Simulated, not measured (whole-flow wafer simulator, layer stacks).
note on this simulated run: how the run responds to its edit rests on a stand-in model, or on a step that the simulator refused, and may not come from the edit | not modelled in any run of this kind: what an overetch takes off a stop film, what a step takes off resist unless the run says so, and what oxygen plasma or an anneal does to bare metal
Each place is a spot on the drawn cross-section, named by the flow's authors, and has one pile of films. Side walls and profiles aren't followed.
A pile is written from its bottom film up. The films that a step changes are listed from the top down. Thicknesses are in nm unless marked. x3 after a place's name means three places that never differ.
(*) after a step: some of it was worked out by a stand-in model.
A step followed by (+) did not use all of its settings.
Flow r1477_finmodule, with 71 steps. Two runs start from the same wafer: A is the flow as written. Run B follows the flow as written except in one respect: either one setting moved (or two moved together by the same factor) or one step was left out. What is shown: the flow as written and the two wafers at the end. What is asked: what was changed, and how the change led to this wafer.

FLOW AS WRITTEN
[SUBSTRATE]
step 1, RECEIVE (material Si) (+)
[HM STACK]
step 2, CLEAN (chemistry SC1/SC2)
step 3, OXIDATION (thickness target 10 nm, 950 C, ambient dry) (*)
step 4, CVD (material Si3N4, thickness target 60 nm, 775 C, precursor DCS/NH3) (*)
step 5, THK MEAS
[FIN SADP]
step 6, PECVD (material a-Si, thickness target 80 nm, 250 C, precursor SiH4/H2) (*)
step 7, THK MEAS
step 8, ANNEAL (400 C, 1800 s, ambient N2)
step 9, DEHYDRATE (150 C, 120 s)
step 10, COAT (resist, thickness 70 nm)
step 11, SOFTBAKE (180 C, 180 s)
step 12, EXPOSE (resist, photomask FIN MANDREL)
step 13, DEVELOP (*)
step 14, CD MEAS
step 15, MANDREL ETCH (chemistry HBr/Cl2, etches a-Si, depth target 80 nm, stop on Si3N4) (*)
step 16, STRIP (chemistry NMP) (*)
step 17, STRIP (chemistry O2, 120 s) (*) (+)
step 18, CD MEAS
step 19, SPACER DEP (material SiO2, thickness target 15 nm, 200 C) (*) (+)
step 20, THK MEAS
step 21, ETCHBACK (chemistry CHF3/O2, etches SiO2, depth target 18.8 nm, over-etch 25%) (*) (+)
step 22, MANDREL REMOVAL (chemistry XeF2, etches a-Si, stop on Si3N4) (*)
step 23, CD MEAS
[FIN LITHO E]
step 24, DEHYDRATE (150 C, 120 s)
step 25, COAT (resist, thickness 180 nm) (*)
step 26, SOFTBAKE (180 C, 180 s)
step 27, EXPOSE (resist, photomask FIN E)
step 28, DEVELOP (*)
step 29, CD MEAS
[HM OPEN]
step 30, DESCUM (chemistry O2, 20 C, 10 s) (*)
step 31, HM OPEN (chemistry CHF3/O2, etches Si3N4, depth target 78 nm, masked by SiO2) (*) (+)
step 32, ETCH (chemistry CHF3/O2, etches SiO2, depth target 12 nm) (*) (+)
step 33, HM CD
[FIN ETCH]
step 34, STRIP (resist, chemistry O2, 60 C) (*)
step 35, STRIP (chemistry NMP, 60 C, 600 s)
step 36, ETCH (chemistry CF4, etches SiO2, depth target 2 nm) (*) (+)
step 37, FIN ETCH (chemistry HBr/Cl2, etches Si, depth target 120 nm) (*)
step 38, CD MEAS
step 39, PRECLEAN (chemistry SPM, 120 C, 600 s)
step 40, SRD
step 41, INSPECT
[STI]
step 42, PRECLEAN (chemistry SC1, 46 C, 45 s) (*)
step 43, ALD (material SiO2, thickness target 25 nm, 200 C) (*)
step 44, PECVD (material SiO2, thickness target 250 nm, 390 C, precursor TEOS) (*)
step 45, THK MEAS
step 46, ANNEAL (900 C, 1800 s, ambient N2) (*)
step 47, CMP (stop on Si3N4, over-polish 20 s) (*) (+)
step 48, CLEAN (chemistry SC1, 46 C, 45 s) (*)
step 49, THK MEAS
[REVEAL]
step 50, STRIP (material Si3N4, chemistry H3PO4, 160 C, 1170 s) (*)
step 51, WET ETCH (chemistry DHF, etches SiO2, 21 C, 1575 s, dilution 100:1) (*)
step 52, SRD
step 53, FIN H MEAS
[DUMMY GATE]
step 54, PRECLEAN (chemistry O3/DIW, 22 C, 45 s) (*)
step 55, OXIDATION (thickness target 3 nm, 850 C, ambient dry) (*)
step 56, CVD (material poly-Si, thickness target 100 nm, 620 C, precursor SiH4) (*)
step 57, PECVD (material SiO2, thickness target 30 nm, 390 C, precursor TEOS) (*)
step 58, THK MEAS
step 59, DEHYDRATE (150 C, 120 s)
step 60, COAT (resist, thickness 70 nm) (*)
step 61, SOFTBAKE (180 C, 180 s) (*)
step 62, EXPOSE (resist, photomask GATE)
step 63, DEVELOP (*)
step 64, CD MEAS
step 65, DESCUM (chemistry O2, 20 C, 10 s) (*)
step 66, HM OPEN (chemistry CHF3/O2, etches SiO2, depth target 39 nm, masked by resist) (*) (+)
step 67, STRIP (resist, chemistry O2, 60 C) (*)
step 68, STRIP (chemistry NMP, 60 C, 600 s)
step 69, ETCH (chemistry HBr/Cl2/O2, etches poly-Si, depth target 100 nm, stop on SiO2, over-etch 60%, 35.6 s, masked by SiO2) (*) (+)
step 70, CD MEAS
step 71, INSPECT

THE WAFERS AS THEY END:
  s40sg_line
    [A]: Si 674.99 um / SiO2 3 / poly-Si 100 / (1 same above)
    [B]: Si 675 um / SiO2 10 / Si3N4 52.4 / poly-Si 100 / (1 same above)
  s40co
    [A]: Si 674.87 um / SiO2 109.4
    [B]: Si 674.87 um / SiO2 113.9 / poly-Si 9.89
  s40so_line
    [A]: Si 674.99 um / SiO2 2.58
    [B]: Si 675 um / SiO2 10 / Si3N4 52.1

What caused this: step 50, STRIP: material Si3N4, chemistry H3PO4, 160 C, 1170 s (*), was omitted.

The path from the change to this, step by step:
  step 51, WET ETCH (chemistry DHF, etches SiO2, 21 C, 1575 s, dilution 100:1) (*)
      s40sg_line, s45sg_line, s50sg_line, s40so_line, s45so_line, s50so_line: A SiO2 loses 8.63 (all of it) | B Si3N4 loses 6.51
      elg, e40lg, e100lg, e200lg, elo, e40lo, e100lo, e200lo: A SiO2 loses 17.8 (all of it), Si3N4 loses 4.97 | B SiO2 loses 22.1 (all of it), Si3N4 loses 4.62
  step 54, PRECLEAN (chemistry O3/DIW, 22 C, 45 s) (*)
      s40sg_line, s45sg_line, s50sg_line, s40so_line, s45so_line, s50so_line: A chemical SiO2 gains 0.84 (new film), Si loses 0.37 | B nothing
  step 55, OXIDATION (thickness target 3 nm, 850 C, ambient dry) (*)
      s40sg_line, s45sg_line, s50sg_line, s40so_line, s45so_line, s50so_line: A SiO2 gains 3 (new film), chemical SiO2 loses 0.84 (all of it), Si loses 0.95 | B nothing
  step 56, CVD (material poly-Si, thickness target 100 nm, 620 C, precursor SiH4) (*)
      s40cg, s40co: A poly-Si gains 113.9 (new film) | B poly-Si gains 172.4 (new film)
      s45cg, s45co: A poly-Si gains 113.4 (new film) | B poly-Si gains 172.4 (new film)
      (and at 3 other places as well)
  step 60, COAT (resist, thickness 70 nm) (*)
      e40sg, e40so: A resist gains 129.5 (new film) | B resist gains 125.8 (new film)
      e100sg, e100so: A resist gains 129.4 (new film) | B resist gains 125.7 (new film)
      (and at 19 other places as well)
  step 63, DEVELOP (*)
      eso: A resist loses 129.5 (all of it) | B resist loses 125.7 (all of it)
      e40so: A resist loses 129.5 (all of it) | B resist loses 125.8 (all of it)
      (and at 10 other places as well)
  step 67, STRIP (resist, chemistry O2, 60 C) (*)
      e40sg: A resist loses 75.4 (all of it) | B resist loses 71.6 (all of it)
      e100sg: A resist loses 75.3 (all of it) | B resist loses 71.6 (all of it)
      (and at 10 other places as well)
  step 69, ETCH (chemistry HBr/Cl2/O2, etches poly-Si, depth target 100 nm, stop on SiO2, over-etch 60%, 35.6 s, masked by SiO2) (*) (+)
      s40co: A chemical SiO2 loses 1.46 (all of it), poly-Si loses 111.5 (all of it), SiO2 loses 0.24 | B chemical SiO2 loses 1.53 (all of it), poly-Si loses 160
      s45co: A chemical SiO2 loses 1.46 (all of it), poly-Si loses 110.9 (all of it), SiO2 loses 0.25 | B chemical SiO2 loses 1.53 (all of it), poly-Si loses 160
      (and at 1 other place as well)
